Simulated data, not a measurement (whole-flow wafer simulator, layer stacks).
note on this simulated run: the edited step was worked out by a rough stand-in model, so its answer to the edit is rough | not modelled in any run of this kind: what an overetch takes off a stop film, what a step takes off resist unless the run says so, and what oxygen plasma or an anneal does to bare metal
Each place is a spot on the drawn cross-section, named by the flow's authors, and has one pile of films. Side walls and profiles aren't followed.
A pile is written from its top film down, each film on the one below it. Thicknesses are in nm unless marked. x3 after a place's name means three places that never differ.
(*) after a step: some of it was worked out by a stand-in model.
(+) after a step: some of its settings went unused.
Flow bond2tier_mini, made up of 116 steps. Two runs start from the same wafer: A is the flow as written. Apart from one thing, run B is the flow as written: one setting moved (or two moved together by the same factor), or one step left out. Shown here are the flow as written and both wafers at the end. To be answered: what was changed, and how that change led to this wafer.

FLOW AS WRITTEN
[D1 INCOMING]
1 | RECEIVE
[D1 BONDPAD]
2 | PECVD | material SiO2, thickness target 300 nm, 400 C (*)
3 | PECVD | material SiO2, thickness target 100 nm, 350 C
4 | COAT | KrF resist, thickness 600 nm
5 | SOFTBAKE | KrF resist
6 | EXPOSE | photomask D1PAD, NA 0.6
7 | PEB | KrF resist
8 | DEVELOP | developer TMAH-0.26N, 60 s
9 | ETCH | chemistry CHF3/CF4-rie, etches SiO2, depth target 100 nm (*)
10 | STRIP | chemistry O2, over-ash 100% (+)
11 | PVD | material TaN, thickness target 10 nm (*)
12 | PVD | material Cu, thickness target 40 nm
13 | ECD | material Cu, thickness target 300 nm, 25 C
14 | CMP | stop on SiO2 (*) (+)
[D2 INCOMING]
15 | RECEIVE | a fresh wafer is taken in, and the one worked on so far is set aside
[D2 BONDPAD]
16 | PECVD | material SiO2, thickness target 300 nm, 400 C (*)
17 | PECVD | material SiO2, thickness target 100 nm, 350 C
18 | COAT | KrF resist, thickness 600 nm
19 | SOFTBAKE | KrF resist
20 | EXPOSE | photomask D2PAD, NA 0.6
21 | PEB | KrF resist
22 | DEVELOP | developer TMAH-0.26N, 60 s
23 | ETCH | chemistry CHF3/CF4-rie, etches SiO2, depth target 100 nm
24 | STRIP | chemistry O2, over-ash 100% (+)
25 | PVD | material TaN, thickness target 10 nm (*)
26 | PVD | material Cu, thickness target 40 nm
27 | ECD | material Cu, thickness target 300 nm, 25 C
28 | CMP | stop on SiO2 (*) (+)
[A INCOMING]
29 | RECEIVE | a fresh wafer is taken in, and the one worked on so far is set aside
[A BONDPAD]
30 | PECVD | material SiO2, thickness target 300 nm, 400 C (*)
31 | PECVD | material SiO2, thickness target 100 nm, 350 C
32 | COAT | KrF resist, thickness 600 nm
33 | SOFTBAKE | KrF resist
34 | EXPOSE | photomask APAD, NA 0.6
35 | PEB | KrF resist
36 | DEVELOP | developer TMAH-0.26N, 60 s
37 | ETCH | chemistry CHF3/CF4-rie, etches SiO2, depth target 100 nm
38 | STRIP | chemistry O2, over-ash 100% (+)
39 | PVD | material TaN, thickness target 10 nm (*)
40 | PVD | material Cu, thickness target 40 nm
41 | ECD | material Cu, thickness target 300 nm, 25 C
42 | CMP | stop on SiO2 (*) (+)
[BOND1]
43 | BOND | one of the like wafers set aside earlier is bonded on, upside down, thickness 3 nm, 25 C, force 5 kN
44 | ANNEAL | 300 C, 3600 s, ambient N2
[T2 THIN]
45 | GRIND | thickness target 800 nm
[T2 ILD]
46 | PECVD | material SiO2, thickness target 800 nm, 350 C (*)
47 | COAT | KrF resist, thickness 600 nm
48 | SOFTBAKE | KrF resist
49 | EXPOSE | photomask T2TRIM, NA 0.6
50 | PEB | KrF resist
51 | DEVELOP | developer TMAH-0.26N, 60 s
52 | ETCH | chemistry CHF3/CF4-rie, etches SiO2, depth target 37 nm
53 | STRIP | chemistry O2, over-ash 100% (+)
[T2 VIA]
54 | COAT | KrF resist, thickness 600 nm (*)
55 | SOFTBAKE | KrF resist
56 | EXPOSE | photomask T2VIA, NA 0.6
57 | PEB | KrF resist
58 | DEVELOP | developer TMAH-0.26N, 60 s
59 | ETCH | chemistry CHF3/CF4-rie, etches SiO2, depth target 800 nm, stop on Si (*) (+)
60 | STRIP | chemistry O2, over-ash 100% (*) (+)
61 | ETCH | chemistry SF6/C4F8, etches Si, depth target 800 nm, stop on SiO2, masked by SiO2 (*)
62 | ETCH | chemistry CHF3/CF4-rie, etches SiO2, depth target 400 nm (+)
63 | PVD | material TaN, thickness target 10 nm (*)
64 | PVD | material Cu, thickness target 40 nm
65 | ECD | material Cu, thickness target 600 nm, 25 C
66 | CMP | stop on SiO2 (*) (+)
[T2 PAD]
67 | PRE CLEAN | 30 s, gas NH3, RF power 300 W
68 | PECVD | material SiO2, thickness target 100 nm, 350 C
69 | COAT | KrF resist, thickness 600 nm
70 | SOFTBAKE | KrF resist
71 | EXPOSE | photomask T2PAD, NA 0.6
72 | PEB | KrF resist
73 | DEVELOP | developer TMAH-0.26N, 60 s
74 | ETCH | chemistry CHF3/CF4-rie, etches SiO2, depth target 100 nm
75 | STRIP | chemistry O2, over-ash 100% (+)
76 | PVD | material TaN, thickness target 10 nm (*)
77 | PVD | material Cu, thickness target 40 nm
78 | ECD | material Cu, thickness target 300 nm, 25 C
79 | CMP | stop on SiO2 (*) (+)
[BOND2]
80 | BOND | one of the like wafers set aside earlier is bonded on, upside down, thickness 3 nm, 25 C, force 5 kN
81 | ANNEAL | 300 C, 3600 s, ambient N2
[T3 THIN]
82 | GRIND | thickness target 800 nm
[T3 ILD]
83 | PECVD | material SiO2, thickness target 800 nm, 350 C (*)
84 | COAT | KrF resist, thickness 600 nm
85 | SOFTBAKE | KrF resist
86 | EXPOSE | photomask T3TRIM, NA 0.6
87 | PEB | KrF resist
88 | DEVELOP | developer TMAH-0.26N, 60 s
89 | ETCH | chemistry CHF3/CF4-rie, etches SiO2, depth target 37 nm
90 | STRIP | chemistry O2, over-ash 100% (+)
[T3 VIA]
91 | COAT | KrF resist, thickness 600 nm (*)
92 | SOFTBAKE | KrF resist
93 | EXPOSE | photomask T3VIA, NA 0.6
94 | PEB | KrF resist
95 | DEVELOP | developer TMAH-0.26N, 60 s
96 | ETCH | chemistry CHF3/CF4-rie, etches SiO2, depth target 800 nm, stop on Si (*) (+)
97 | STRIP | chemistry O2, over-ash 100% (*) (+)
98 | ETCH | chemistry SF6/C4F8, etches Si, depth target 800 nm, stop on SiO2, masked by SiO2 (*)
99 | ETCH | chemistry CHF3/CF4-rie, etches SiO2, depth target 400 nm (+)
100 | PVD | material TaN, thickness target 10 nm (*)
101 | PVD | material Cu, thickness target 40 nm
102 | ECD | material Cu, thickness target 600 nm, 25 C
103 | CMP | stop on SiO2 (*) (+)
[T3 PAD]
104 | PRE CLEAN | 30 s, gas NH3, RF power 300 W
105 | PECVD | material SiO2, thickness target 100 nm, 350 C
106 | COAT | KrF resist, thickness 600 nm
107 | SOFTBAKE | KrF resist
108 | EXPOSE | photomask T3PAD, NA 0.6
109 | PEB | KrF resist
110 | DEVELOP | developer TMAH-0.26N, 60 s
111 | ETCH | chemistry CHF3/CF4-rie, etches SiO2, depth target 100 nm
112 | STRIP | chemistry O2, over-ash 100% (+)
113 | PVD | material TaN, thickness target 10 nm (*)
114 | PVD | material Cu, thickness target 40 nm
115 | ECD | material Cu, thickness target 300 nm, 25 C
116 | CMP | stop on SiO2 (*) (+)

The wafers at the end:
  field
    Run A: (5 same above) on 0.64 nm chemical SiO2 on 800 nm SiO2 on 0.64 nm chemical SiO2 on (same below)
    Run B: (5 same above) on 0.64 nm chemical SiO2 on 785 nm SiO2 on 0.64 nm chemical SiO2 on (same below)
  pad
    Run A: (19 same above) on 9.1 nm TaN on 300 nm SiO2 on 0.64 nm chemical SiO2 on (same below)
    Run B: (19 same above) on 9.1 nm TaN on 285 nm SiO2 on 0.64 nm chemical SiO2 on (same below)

Cause: step 30, PECVD: thickness target 285 nm was run, though the flow has thickness target 300 nm.
One can read it off the wafer: pad has SiO2 285, and step 30 as written asks for 300 nm.

Step by step, how the change led to this:
  30 | PECVD | material SiO2, thickness target 300 nm, 400 C (*)
      field, pad, via: A SiO2 gains 300 (new film) | B SiO2 gains 285 (new film)
